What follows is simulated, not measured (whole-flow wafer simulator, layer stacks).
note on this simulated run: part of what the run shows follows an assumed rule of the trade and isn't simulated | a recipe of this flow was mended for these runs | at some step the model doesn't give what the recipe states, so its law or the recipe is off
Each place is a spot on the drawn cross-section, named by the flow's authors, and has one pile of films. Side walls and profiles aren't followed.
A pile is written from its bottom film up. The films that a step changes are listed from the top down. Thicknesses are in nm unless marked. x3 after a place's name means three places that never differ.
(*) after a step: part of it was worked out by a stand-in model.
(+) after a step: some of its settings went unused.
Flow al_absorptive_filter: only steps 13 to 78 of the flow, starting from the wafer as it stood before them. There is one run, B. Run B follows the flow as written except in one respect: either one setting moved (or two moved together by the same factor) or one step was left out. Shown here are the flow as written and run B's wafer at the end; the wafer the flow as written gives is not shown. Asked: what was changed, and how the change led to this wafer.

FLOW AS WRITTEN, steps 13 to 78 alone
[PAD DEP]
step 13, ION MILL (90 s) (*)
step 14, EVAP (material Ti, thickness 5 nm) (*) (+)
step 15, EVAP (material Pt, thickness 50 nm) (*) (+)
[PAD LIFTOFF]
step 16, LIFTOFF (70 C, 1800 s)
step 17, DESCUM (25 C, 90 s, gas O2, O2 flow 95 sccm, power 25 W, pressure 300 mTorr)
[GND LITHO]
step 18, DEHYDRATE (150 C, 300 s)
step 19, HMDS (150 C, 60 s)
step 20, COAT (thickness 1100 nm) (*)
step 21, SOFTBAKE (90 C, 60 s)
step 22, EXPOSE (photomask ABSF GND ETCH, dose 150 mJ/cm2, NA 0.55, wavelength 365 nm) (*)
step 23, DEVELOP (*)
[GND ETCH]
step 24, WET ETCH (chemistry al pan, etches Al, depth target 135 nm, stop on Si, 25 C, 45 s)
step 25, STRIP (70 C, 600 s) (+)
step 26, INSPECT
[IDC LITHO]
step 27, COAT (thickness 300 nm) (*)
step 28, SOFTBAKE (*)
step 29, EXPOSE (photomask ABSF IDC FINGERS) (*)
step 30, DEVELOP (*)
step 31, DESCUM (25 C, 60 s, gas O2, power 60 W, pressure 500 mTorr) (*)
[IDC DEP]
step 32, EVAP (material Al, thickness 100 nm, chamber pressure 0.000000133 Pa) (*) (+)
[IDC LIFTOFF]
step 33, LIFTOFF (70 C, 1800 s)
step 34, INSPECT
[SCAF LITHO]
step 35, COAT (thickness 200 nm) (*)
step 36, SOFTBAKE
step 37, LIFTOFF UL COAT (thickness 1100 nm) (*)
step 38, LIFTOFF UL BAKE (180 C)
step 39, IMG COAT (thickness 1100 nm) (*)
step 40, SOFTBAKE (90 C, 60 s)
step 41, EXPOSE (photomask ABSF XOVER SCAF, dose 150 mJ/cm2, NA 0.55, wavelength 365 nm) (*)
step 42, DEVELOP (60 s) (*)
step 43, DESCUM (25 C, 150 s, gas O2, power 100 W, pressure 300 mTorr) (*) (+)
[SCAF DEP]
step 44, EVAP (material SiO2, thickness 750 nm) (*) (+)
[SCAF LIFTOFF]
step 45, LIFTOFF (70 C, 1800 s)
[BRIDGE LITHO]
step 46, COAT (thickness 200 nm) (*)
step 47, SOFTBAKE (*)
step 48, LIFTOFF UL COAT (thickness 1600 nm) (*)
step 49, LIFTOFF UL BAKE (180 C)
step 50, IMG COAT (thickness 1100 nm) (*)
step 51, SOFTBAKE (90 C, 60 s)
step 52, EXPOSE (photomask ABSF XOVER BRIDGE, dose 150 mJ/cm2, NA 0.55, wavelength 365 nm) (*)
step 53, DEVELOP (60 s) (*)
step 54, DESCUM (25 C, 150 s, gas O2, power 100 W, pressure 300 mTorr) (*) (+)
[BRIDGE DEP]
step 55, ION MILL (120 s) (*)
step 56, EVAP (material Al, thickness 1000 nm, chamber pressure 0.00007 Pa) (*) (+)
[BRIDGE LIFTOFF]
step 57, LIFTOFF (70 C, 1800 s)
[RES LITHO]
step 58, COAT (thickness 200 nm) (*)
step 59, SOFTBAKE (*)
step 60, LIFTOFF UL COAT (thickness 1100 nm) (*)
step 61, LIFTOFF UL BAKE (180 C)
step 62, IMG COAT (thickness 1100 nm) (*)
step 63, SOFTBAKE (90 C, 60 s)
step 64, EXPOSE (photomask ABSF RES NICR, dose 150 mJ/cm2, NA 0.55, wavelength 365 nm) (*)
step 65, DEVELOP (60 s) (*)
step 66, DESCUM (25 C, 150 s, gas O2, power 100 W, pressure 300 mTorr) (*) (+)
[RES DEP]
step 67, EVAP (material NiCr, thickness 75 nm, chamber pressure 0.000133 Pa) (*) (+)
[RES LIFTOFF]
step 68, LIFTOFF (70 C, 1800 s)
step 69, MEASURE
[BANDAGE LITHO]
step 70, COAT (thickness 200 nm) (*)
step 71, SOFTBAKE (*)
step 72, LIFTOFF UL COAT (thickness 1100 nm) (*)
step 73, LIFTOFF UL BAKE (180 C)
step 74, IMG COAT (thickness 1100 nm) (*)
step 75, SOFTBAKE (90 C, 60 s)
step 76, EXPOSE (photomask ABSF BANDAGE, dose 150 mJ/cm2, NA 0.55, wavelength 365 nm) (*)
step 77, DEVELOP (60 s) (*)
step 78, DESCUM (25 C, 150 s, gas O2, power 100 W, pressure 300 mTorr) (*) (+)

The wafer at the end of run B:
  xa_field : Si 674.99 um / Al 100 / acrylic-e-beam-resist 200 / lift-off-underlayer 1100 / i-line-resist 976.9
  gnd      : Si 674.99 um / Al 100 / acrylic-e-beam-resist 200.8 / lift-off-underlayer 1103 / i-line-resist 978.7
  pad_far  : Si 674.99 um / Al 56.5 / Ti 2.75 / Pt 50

The reason: step 14, EVAP: thickness 2.75 nm was run, while the flow as written has thickness 5 nm.
One can read it off the wafer: pad_far has Ti 2.75, and step 14 as written asks for 5 nm.

The path from the change to this, step by step:
  step 14, EVAP (material Ti, thickness 5 nm) (*) (+)
      gnd, pad_far, pad_near and 11 more: Ti gains 2.75 (new film) (it would be, as written: Ti gains 5 (new film))
  step 16, LIFTOFF (70 C, 1800 s)
      gnd, ledge, res and 9 more: Pt loses 50 (all of it), Ti loses 2.75 (all of it), i-line-resist loses 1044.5 (all of it), lift-off-underlayer loses 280 (all of it) (it would be, as written: Pt loses 50 (all of it), Ti loses 5 (all of it), i-line-resist loses 1044.5 (all of it), lift-off-underlayer loses 280 (all of it))
